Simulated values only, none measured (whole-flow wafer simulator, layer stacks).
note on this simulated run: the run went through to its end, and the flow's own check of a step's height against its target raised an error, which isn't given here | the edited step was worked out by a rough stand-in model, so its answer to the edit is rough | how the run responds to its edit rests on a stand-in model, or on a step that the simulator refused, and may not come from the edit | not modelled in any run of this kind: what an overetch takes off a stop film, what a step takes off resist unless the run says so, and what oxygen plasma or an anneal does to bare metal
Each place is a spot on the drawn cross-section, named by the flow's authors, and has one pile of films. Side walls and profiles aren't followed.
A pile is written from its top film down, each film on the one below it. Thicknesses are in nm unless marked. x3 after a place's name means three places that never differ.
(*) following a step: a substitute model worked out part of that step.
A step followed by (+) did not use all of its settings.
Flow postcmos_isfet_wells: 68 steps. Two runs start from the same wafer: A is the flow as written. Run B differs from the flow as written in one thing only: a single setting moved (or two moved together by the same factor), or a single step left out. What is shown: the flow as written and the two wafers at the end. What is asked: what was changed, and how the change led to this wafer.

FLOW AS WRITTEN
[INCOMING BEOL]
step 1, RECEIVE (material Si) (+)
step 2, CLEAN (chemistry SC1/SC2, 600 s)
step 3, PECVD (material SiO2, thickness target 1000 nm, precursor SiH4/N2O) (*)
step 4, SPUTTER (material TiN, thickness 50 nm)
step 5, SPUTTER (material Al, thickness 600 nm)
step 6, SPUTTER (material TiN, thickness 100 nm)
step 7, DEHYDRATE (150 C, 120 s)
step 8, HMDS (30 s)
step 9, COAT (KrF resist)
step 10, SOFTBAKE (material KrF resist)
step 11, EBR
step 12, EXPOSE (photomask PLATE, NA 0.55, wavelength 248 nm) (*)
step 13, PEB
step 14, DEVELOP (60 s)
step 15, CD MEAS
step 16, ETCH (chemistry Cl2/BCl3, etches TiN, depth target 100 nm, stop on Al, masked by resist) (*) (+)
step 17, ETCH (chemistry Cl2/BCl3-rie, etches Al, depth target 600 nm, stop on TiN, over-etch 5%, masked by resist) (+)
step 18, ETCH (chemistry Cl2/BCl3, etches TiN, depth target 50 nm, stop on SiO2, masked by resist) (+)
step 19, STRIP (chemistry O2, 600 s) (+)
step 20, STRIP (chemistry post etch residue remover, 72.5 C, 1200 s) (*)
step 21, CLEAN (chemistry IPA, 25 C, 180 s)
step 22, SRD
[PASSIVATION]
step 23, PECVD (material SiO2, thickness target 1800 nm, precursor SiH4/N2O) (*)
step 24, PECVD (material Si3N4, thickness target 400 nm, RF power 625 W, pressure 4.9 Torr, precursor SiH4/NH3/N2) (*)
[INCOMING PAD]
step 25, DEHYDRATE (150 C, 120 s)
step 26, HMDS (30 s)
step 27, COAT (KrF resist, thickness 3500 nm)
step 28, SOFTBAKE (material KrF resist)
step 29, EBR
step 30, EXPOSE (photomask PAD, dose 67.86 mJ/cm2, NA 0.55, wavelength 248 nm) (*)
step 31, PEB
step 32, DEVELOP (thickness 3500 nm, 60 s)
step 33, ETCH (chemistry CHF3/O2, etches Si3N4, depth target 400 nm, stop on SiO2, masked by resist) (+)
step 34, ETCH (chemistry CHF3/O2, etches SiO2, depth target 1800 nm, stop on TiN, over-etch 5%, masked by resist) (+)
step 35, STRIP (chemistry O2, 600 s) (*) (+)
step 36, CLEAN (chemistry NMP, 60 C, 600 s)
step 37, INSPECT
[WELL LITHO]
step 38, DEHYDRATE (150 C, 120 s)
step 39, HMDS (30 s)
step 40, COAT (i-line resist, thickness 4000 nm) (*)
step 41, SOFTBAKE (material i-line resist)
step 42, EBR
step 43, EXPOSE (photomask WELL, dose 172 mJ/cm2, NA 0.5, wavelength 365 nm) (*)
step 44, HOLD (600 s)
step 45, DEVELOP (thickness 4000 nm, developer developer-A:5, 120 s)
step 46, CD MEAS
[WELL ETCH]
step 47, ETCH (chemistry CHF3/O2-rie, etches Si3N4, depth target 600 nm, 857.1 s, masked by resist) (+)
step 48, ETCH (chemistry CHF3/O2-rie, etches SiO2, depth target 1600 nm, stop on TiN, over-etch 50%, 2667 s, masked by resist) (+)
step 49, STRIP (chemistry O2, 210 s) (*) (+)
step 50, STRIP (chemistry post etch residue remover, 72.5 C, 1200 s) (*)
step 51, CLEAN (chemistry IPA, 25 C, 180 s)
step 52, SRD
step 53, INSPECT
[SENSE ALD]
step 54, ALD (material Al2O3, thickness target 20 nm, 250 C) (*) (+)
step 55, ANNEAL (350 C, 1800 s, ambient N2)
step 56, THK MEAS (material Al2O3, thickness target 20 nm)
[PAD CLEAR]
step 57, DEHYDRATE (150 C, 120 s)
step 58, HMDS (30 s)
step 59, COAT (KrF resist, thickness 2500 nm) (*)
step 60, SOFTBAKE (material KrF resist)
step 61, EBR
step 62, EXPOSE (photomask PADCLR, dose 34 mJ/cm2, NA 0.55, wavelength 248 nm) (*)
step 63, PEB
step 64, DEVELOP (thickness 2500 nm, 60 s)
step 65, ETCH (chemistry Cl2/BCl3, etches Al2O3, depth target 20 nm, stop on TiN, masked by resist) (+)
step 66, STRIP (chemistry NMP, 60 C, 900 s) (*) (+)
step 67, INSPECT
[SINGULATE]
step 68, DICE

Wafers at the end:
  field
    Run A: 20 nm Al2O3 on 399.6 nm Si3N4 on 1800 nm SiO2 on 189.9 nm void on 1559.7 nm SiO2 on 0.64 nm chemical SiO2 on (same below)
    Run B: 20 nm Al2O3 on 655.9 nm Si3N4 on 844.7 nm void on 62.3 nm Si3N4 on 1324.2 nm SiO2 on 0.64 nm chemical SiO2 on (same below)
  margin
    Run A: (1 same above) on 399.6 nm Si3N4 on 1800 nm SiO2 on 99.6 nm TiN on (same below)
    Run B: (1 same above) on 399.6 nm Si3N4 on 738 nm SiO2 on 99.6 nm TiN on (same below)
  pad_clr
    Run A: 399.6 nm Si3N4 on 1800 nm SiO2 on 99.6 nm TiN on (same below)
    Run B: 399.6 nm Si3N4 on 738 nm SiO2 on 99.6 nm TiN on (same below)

The reason: step 23, PECVD: thickness target 738 nm was run, while the flow as written has thickness target 1800 nm.
The wafer itself shows it: margin has SiO2 738, and step 23 as written asks for 1800 nm.

The path from the change to this, step by step:
  step 23, PECVD (material SiO2, thickness target 1800 nm, precursor SiH4/N2O) (*)
      field: A SiO2 gains 1800 (new film), void gains 189.9 (new film), SiO2 gains 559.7 | B SiO2 gains 324.2
      margin, well900, well1300 x3, pad_rim, pad_clr, pad_open: A SiO2 gains 1800 (new film) | B SiO2 gains 738 (new film)
  step 24, PECVD (material Si3N4, thickness target 400 nm, RF power 625 W, pressure 4.9 Torr, precursor SiH4/NH3/N2) (*)
      field: A Si3N4 gains 400 (new film) | B Si3N4 gains 656.3 (new film), void gains 844.7 (new film), Si3N4 gains 62.3 (new film)
  step 34, ETCH (chemistry CHF3/O2, etches SiO2, depth target 1800 nm, stop on TiN, over-etch 5%, masked by resist) (+)
      field, margin, well900, well1300 x3, pad_rim, pad_clr: A KrF resist loses 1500 | B KrF resist loses 645.8
      pad_open: A SiO2 loses 1800 (all of it) | B SiO2 loses 738 (all of it)
  step 35, STRIP (chemistry O2, 600 s) (*) (+)
      field, margin, well900, well1300 x3, pad_rim, pad_clr: A KrF resist loses 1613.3 (all of it) | B KrF resist loses 2467.6 (all of it)
  step 40, COAT (i-line resist, thickness 4000 nm) (*)
      pad_clr: A i-line resist gains 3256.8 (new film) | B i-line resist gains 3599.4 (new film)
      pad_open: A i-line resist gains 4804.7 (new film) | B i-line resist gains 4420.7 (new film)
  step 41, SOFTBAKE (material i-line resist)
      pad_clr: A i-line resist loses 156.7 | B i-line resist loses 61.9
      pad_open: A i-line resist gains 115.3 | B i-line resist gains 63.4
  step 48, ETCH (chemistry CHF3/O2-rie, etches SiO2, depth target 1600 nm, stop on TiN, over-etch 50%, 2667 s, masked by resist) (+)
      well900, well1300 x3: A SiO2 loses 1600 (all of it) | B SiO2 loses 538 (all of it)
  step 49, STRIP (chemistry O2, 210 s) (*) (+)
      pad_clr: A i-line resist loses 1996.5 (all of it) | B i-line resist loses 2433.8 (all of it)
      pad_open: A i-line resist loses 3816.3 (all of it) | B i-line resist loses 3380.4 (all of it)
  step 59, COAT (KrF resist, thickness 2500 nm) (*)
      field: A KrF resist gains 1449 (new film) | B KrF resist gains 1956.3 (new film)
      margin: A KrF resist gains 1448.9 (new film) | B KrF resist gains 1956.3 (new film)
      (as well as at 3 more places)
  step 60, SOFTBAKE (material KrF resist)
      pad_clr: A KrF resist loses 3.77 | B KrF resist loses 1.93
  step 63, PEB
      field, margin: A KrF resist loses 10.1 | B KrF resist loses 13.7
      pad_rim: A KrF resist loses 13.9 | B KrF resist loses 15.7
      (as well as at 2 more places)
  step 64, DEVELOP (thickness 2500 nm, 60 s)
      pad_clr: A KrF resist loses 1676 (all of it) | B KrF resist loses 2045.3 (all of it)
      pad_open: A KrF resist loses 3045.1 (all of it) | B KrF resist loses 2775.7 (all of it)
  step 66, STRIP (chemistry NMP, 60 C, 900 s) (*) (+)
      field, margin: A KrF resist loses 1400.1 (all of it) | B KrF resist loses 1903.8 (all of it)
      pad_rim: A KrF resist loses 1923.7 (all of it) | B KrF resist loses 2168.5 (all of it)
